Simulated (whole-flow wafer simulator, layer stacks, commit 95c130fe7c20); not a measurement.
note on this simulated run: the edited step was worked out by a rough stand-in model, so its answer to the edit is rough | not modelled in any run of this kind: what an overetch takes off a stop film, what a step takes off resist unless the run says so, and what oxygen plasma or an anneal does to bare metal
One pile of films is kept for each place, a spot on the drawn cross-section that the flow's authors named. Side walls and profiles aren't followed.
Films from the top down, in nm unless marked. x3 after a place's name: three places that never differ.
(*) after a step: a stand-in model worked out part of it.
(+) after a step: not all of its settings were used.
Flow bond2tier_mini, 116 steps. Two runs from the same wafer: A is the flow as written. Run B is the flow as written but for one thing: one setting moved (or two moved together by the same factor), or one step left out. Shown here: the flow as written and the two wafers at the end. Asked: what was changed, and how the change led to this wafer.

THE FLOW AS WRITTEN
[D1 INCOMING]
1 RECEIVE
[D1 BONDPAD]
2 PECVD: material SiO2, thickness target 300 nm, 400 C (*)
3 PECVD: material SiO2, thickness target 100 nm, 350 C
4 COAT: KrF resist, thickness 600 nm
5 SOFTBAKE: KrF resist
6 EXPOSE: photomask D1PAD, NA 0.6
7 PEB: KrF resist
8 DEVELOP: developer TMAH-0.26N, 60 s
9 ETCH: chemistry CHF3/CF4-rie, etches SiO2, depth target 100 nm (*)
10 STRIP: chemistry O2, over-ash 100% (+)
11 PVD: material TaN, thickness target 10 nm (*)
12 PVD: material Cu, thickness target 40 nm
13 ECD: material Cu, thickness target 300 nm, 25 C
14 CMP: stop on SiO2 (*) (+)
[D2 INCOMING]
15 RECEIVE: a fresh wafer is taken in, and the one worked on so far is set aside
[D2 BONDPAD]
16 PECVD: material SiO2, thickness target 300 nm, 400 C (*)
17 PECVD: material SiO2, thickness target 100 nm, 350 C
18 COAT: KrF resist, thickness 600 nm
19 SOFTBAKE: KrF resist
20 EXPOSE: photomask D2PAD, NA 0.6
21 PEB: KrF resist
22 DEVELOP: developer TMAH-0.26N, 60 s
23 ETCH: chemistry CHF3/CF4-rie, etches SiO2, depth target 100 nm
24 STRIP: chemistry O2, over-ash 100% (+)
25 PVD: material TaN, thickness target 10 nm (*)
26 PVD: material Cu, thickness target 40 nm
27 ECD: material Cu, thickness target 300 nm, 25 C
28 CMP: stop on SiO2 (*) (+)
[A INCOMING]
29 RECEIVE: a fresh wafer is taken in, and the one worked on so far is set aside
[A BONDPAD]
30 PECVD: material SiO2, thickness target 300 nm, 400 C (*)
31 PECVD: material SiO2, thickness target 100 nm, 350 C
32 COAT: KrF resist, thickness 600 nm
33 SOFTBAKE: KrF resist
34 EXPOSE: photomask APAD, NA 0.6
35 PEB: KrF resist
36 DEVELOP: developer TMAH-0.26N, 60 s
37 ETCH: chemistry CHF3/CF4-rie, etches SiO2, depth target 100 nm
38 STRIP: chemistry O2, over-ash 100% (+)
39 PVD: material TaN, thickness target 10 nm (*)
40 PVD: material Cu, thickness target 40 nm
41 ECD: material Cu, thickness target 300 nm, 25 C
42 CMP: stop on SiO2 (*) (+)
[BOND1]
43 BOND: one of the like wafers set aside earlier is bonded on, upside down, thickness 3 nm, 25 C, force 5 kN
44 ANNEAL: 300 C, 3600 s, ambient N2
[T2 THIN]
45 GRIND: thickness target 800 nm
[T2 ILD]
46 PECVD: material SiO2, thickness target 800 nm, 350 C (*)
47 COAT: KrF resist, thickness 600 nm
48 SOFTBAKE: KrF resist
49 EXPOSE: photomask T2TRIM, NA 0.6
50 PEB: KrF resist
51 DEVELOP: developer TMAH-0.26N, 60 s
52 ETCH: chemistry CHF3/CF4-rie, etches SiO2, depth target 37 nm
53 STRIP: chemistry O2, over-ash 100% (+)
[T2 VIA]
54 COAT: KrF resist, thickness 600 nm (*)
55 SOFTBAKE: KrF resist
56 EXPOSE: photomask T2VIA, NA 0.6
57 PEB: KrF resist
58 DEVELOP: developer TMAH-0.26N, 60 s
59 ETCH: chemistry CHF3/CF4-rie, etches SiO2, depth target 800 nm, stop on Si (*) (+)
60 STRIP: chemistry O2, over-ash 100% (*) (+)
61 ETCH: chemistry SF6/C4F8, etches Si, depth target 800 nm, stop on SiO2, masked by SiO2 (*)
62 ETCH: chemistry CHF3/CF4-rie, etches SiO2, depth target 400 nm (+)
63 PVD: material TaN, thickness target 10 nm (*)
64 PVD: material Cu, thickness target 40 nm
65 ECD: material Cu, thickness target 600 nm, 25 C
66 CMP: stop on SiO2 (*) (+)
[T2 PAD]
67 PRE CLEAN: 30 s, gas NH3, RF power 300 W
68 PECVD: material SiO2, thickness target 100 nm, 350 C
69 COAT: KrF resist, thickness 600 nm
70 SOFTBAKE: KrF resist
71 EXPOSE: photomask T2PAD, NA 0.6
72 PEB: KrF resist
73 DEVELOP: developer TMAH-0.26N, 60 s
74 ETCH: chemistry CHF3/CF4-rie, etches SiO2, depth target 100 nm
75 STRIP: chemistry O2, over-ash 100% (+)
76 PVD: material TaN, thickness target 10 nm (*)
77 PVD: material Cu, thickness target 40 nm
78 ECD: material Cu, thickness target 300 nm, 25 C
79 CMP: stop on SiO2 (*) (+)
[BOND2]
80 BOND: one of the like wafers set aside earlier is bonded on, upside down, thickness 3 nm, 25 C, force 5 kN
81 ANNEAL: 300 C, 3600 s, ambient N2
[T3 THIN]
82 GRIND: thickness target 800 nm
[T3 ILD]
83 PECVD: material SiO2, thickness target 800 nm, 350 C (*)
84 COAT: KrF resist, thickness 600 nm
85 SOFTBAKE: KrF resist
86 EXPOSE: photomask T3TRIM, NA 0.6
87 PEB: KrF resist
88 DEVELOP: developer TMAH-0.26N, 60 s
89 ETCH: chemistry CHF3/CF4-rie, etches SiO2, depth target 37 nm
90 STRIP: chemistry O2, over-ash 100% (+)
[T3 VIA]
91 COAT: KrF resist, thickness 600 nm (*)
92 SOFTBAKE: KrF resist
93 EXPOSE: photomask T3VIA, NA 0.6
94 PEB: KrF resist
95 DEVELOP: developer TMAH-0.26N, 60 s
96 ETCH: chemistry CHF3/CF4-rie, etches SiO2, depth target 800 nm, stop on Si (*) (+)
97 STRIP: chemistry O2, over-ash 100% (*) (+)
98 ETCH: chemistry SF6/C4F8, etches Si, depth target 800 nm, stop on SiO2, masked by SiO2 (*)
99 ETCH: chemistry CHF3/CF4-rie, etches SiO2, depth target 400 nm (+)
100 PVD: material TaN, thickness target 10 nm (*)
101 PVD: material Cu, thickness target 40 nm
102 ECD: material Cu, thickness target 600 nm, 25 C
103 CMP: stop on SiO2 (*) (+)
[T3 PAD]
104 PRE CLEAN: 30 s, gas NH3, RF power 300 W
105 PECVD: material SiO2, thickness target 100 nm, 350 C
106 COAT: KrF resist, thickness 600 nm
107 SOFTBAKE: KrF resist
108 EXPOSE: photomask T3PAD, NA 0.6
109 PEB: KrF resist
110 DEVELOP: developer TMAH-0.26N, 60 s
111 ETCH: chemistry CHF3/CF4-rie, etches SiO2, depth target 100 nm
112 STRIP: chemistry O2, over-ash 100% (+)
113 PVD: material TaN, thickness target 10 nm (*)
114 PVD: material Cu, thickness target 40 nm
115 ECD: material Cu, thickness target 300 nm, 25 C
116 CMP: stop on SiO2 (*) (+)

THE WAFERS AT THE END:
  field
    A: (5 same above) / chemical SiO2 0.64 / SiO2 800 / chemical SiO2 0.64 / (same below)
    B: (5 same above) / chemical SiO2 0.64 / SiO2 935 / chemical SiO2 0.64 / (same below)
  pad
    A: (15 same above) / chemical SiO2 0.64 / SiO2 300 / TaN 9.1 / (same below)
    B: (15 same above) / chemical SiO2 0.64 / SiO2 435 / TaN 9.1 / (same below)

The cause: step 2, PECVD: thickness target 435 nm was run, where the flow has thickness target 300 nm.
It can be read off the wafer: pad has SiO2 435, and step 2 as written asks for 300 nm.

How the change led to this, step by step:
  2 PECVD: material SiO2, thickness target 300 nm, 400 C (*)
      field, pad, via: A SiO2 +300 (new film) | B SiO2 +435 (new film)
  43 BOND: one of the like wafers set aside earlier is bonded on, upside down, thickness 3 nm, 25 C, force 5 kN
      field: A Si +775 um (new film), chemical SiO2 +0.64 (new film), SiO2 +400 | B Si +775 um (new film), chemical SiO2 +0.64 (new film), SiO2 +535
      pad: A Si +775 um (new film), chemical SiO2 +0.64 (new film), SiO2 +300 (new film), TaN +9.1 (new film), Cu +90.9 | B Si +775 um (new film), chemical SiO2 +0.64 (new film), SiO2 +435 (new film), TaN +9.1 (new film), Cu +90.9
      (and at 1 more place)
